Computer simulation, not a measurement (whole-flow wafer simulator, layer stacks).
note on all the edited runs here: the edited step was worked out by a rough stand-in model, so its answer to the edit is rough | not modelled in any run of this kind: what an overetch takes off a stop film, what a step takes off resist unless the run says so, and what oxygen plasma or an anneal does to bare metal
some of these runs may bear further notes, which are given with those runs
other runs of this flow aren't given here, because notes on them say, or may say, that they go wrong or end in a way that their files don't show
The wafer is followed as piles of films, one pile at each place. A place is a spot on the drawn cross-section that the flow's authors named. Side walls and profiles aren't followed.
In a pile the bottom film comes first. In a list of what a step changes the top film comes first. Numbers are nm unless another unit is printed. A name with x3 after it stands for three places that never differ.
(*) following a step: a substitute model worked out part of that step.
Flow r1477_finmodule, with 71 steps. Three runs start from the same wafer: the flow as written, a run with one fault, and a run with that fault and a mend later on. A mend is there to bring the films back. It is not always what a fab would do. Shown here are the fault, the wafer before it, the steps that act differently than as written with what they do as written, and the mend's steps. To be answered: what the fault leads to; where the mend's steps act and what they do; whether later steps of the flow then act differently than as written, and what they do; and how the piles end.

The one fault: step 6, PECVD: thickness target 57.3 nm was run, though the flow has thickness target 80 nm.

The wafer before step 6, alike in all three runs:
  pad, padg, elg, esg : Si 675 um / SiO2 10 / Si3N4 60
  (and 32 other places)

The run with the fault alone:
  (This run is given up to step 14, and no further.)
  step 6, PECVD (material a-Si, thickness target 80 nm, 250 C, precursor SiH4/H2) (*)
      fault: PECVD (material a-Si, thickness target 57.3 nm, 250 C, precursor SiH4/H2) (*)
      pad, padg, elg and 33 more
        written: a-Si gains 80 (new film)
        fault: a-Si gains 57.3 (new film)
  Every later step of the flow up to step 14 that is run acts as written at every place that is followed.
  The piles after step 14 differ from the flow's at pad, padg, elg and 33 more by more than 2% or 0.5 nm, whichever is larger.
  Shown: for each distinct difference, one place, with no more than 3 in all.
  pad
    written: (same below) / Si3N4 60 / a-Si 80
    fault: (same below) / Si3N4 60 / a-Si 57.3
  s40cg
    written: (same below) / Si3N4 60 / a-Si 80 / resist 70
    fault: (same below) / Si3N4 60 / a-Si 57.3 / resist 70

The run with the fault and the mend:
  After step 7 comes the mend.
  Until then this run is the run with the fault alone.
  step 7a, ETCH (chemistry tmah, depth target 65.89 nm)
      pad, padg, elg and 33 more
        a-Si loses 57.3 (all of it)
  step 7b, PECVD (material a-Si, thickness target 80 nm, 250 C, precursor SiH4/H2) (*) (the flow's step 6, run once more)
      pad, padg, elg and 33 more
        a-Si gains 80 (new film)
  Every later step of the flow that is run acts as written at every place that is followed.
  The piles end the same as the flow's at every place that both follow.
